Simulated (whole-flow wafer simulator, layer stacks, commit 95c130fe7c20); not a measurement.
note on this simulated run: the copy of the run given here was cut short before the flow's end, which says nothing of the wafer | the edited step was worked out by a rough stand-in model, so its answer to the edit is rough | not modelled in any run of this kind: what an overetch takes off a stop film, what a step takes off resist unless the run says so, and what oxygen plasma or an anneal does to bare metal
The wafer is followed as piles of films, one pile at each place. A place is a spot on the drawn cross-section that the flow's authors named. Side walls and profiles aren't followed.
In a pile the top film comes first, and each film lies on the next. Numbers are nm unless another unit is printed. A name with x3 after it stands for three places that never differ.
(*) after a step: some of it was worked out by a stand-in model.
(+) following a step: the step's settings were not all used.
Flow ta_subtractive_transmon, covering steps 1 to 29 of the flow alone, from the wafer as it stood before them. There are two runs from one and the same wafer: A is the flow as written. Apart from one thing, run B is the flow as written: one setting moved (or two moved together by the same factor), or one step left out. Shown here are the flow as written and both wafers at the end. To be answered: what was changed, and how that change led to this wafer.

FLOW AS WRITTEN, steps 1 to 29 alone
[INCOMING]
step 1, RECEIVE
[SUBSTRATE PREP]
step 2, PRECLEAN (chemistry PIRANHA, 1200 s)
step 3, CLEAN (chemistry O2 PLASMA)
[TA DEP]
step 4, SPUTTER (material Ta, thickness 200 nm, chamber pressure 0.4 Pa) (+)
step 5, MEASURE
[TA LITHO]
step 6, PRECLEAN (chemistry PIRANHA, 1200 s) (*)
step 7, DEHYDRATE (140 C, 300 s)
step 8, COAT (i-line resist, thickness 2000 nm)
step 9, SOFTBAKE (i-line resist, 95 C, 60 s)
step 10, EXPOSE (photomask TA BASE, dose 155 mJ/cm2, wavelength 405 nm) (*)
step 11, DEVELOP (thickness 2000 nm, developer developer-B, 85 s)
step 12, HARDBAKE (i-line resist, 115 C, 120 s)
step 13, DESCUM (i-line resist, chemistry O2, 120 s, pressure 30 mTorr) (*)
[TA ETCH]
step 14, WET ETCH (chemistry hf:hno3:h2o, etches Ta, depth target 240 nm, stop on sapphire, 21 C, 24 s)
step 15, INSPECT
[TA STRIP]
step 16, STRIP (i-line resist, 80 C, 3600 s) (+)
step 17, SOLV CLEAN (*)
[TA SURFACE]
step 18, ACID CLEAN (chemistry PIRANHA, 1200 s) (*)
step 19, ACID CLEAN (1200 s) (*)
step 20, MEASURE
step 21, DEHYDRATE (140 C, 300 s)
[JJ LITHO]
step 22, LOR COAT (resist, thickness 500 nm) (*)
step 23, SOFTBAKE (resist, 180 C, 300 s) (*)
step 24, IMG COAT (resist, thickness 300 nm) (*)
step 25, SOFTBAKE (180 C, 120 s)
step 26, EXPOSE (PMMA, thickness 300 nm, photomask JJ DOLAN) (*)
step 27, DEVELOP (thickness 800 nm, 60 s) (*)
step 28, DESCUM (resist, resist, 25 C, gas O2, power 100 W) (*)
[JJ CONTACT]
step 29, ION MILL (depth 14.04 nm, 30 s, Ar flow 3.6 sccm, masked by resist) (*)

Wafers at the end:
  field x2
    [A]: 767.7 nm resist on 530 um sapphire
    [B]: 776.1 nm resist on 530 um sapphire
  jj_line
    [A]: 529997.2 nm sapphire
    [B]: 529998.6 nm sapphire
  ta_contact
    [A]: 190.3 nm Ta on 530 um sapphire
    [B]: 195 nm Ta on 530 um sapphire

Cause: step 29, ION MILL: depth 7.018 nm was run, while the flow as written has depth 14.04 nm; step 29, ION MILL: 15 s was run, where the flow has 30 s.

How this came from the change, step by step:
  step 29, ION MILL (depth 14.04 nm, 30 s, Ar flow 3.6 sccm, masked by resist) (*)
      field x2, ta_pad: A -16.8 resist | B -8.39 resist
      jj_line, lead: A -2.8 sapphire | B -1.4 sapphire
      (and at 1 other place as well)
